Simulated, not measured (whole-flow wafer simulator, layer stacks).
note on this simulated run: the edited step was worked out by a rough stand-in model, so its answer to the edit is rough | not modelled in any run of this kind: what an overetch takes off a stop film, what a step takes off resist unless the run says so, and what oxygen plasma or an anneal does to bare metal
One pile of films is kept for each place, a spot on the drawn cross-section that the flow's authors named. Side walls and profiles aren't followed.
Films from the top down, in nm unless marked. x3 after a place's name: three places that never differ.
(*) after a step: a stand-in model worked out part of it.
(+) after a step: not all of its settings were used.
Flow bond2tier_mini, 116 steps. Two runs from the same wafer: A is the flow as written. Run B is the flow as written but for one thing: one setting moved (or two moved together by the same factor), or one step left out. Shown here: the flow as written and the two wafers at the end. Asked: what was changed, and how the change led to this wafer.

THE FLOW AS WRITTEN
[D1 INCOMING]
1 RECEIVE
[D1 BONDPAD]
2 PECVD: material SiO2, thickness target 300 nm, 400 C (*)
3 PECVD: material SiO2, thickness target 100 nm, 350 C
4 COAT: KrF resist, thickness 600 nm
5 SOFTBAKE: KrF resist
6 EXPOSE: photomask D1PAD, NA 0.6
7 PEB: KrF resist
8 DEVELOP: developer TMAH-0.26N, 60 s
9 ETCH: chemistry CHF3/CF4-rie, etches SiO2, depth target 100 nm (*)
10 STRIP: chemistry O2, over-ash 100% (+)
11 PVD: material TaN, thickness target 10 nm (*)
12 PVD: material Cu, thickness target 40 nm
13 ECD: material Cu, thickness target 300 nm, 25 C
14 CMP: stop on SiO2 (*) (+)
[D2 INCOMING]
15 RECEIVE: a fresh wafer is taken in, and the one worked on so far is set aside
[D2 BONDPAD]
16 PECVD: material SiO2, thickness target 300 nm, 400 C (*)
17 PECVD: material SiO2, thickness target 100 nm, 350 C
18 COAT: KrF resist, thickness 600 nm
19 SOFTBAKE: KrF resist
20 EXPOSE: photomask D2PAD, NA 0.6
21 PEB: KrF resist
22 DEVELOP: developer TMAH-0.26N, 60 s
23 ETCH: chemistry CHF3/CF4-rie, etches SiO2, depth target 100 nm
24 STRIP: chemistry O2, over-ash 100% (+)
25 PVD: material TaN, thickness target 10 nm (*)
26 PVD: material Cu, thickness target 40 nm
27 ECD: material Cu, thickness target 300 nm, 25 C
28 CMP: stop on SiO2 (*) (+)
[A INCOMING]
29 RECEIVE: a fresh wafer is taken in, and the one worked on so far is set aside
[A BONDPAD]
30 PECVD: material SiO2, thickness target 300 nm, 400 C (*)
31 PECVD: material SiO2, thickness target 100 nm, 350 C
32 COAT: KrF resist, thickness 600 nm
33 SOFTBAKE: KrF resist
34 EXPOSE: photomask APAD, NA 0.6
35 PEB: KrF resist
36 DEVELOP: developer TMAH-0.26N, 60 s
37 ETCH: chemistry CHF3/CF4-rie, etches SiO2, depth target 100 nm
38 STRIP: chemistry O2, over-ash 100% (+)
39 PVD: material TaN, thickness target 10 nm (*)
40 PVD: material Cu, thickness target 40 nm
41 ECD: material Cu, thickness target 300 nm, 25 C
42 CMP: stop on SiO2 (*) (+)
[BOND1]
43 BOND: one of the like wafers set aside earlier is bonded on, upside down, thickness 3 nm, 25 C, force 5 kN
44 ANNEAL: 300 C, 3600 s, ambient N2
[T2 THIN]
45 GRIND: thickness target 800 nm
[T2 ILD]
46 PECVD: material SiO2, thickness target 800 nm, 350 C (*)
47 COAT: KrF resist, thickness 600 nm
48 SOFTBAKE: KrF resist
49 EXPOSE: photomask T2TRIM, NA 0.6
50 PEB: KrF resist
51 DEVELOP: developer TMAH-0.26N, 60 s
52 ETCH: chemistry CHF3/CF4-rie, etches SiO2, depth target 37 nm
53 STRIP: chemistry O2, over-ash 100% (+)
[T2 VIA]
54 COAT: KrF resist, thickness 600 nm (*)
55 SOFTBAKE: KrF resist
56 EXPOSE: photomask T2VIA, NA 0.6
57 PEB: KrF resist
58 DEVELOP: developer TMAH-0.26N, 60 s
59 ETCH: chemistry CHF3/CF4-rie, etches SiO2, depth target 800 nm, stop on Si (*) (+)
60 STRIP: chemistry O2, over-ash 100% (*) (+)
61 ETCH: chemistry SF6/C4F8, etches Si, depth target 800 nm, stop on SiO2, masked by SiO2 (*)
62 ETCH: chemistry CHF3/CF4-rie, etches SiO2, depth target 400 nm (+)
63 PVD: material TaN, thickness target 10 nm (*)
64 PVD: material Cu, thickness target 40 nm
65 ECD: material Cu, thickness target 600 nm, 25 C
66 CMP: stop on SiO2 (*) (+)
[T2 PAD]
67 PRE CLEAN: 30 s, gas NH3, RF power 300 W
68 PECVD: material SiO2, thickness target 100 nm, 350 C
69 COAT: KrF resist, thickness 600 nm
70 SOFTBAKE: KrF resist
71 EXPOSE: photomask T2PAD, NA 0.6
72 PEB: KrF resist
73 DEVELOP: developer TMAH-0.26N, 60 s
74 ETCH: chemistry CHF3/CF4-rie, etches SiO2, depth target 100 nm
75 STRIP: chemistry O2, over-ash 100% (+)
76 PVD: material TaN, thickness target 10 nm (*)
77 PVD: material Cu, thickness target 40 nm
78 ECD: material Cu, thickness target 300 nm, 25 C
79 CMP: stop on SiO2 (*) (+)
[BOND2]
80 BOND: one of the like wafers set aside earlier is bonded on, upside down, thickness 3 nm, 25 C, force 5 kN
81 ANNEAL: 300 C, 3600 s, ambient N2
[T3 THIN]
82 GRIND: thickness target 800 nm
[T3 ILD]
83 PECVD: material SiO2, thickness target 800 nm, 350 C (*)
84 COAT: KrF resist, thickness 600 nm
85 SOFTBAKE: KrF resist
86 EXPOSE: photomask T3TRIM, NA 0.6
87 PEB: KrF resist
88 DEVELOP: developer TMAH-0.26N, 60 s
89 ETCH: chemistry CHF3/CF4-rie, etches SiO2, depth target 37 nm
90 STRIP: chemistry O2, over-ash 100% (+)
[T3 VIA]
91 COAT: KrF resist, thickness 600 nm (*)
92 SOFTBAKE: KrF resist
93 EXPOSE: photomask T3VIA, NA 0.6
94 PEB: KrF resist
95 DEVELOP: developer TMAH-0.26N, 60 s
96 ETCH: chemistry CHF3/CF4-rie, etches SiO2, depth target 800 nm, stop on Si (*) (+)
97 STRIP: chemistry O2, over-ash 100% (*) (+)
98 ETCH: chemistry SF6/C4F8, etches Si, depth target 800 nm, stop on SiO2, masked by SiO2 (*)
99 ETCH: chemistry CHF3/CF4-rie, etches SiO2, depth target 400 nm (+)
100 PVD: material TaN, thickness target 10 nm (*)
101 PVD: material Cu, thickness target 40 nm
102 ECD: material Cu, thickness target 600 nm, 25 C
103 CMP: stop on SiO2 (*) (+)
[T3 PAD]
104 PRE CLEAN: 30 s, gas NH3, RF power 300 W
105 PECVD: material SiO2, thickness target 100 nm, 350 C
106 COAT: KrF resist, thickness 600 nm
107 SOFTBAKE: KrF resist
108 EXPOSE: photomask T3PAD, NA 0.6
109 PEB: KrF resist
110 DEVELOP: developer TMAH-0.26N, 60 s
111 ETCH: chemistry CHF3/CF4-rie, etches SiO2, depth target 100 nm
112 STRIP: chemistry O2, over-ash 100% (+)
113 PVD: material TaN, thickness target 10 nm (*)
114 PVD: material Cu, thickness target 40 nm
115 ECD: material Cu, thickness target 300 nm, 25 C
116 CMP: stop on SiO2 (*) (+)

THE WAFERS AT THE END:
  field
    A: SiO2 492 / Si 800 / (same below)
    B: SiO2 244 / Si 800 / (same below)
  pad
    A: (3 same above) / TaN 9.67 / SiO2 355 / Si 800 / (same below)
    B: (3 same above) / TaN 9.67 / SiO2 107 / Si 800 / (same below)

The cause: step 83, PECVD: thickness target 552 nm was run, where the flow has thickness target 800 nm.

How the change led to this, step by step:
  83 PECVD: material SiO2, thickness target 800 nm, 350 C (*)
      field, pad: A SiO2 +800 (new film) | B SiO2 +552 (new film)
  96 ETCH: chemistry CHF3/CF4-rie, etches SiO2, depth target 800 nm, stop on Si (*) (+)
      field, pad: A KrF resist -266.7 | B KrF resist -257.5
  97 STRIP: chemistry O2, over-ash 100% (*) (+)
      field: A KrF resist -303.9 (all of it) | B KrF resist -313.1 (all of it)
      pad: A KrF resist -336 (all of it) | B KrF resist -345.1 (all of it)
